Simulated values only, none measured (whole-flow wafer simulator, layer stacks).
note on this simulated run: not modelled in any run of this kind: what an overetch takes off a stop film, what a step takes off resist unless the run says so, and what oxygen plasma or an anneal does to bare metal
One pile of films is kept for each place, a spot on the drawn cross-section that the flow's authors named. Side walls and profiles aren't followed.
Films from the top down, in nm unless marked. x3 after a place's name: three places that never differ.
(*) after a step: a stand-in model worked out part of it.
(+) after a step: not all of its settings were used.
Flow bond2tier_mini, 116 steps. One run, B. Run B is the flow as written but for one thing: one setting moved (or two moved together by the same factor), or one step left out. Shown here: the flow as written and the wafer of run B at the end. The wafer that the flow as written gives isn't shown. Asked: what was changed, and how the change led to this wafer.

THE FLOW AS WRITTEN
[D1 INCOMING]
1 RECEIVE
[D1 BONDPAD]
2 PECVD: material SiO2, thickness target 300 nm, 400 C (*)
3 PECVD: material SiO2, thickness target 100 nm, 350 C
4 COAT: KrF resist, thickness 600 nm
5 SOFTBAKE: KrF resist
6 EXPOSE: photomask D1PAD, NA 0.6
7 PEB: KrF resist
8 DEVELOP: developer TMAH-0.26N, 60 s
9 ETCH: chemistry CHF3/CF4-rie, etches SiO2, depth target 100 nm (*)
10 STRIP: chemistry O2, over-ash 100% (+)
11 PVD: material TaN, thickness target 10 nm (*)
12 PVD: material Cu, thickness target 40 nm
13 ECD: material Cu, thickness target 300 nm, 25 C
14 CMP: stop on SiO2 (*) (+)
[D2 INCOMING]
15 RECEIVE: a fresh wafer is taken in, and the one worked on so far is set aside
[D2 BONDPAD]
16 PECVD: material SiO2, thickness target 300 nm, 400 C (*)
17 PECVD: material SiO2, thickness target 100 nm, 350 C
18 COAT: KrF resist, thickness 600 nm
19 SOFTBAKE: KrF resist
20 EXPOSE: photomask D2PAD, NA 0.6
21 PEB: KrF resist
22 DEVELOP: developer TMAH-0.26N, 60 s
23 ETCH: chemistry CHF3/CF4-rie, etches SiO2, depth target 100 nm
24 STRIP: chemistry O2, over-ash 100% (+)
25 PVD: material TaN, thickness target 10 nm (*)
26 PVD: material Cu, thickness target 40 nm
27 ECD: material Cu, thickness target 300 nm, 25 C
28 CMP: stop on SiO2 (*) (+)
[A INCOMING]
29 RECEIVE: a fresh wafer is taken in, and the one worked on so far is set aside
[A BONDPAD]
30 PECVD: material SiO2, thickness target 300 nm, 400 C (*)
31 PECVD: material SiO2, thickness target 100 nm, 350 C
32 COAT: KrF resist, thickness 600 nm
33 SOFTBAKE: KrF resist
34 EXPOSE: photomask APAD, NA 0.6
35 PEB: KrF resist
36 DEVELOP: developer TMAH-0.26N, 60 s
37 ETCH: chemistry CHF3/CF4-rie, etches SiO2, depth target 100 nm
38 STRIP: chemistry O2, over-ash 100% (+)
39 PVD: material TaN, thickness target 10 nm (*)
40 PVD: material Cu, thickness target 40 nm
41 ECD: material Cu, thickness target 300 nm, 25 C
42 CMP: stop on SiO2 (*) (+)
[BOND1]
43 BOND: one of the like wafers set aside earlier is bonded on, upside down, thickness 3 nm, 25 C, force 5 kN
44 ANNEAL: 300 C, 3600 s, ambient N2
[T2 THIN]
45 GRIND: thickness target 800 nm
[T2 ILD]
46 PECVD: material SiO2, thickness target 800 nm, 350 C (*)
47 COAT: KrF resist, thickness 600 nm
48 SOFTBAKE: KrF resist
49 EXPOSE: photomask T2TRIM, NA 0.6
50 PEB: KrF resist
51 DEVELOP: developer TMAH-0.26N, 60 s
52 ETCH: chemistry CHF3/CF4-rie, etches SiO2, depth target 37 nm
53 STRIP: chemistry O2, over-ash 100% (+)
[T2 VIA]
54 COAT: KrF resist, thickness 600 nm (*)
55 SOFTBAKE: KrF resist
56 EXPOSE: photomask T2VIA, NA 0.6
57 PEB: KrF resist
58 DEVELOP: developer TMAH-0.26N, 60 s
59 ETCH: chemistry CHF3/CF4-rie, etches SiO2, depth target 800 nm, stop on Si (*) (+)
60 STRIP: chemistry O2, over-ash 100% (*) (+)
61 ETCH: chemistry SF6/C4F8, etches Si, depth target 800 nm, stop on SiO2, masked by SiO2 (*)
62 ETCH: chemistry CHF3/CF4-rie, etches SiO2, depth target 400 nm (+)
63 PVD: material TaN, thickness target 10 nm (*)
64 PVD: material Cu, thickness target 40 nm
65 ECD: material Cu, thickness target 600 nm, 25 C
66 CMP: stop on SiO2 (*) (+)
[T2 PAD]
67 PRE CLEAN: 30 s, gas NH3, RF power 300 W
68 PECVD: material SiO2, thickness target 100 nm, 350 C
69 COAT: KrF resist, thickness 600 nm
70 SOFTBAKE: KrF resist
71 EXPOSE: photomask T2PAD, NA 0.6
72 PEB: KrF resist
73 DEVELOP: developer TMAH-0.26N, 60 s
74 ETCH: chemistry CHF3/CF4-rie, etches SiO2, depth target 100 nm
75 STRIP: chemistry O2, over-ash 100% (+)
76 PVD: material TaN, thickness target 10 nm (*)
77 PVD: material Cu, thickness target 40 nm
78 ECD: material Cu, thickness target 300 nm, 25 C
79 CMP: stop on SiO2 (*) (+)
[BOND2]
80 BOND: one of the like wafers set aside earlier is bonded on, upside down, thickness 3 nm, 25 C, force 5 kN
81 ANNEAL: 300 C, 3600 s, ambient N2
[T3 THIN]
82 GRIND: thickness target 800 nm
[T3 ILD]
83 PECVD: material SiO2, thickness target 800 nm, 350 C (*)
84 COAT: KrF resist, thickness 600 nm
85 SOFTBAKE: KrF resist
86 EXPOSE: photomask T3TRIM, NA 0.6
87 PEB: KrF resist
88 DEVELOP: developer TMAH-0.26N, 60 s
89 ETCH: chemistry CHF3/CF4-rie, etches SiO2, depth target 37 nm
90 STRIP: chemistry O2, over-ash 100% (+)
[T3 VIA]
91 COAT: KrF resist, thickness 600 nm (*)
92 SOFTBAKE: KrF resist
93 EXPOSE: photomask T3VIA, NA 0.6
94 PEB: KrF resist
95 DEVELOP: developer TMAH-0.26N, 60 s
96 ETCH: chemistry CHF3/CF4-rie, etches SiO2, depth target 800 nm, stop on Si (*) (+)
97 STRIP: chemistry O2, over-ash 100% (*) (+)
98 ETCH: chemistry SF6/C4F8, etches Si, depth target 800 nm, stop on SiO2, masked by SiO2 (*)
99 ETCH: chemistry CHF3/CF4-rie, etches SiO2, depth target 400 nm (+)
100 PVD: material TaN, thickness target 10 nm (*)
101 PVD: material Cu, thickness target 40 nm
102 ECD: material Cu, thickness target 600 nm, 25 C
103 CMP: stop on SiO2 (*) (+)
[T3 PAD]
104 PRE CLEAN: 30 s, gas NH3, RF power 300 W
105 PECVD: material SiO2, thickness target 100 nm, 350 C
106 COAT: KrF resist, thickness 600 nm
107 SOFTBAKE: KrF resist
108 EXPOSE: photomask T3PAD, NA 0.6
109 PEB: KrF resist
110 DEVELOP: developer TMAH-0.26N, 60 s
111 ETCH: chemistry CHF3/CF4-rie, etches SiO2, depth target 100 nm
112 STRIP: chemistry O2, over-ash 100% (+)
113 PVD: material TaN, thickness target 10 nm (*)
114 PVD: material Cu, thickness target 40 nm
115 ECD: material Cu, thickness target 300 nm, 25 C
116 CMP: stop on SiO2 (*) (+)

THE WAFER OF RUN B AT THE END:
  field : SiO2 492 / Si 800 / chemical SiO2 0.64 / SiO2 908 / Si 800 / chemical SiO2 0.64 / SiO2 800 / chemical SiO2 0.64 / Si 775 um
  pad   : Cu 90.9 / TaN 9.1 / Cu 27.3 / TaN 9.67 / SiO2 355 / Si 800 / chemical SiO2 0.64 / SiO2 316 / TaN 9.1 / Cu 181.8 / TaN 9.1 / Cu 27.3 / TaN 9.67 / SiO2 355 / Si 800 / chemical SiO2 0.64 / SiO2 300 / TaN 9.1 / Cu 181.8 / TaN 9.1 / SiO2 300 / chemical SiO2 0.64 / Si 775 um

The cause: step 17, PECVD: thickness target 116 nm was run, where the flow has thickness target 100 nm.

How the change led to this, step by step:
  17 PECVD: material SiO2, thickness target 100 nm, 350 C
      field, pad, via: SiO2 +116 (as written it would be: SiO2 +100)
  80 BOND: one of the like wafers set aside earlier is bonded on, upside down, thickness 3 nm, 25 C, force 5 kN
      field: Si +775 um (new film), chemical SiO2 +0.64 (new film), SiO2 +416 (as written it would be: Si +775 um (new film), chemical SiO2 +0.64 (new film), SiO2 +400)
      pad: Si +775 um (new film), chemical SiO2 +0.64 (new film), SiO2 +316 (new film), TaN +9.1 (new film), Cu +90.9 (as written it would be: Si +775 um (new film), chemical SiO2 +0.64 (new film), SiO2 +300 (new film), TaN +9.1 (new film), Cu +90.9)
